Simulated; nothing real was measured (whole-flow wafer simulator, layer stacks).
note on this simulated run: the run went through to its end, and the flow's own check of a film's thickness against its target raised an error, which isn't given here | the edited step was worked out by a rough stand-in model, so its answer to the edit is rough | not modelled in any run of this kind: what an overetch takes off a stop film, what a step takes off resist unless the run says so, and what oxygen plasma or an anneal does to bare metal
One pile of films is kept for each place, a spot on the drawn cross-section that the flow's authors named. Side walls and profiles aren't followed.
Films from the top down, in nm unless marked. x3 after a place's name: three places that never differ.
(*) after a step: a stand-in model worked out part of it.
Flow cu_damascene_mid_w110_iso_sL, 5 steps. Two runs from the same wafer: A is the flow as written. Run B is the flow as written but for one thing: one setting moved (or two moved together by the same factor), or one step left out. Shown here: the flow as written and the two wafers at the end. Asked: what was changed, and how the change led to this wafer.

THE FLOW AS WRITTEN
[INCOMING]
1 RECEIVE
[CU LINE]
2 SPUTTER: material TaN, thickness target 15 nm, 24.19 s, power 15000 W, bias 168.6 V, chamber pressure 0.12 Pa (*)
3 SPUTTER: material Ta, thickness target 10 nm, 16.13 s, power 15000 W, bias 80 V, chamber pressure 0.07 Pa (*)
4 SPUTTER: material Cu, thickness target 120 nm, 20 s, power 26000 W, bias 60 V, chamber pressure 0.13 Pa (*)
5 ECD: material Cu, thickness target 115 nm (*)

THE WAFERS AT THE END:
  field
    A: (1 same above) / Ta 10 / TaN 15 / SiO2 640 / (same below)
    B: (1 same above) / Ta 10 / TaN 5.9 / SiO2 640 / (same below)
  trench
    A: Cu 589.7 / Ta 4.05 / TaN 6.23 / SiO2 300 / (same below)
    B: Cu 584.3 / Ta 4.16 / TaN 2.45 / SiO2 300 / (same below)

The cause: step 2, SPUTTER: thickness target 5.9 nm was run, where the flow has thickness target 15 nm; step 2, SPUTTER: 9.482 s was run, where the flow has 24.19 s.
It can be read off the wafer: field has TaN 5.9, and step 2 as written asks for 15 nm.

How the change led to this, step by step:
  2 SPUTTER: material TaN, thickness target 15 nm, 24.19 s, power 15000 W, bias 168.6 V, chamber pressure 0.12 Pa (*)
      field: A TaN +15 (new film) | B TaN +5.9 (new film)
      trench: A TaN +6.23 (new film) | B TaN +2.45 (new film)
  4 SPUTTER: material Cu, thickness target 120 nm, 20 s, power 26000 W, bias 60 V, chamber pressure 0.13 Pa (*)
      trench: A Cu +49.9 (new film) | B Cu +51.5 (new film)
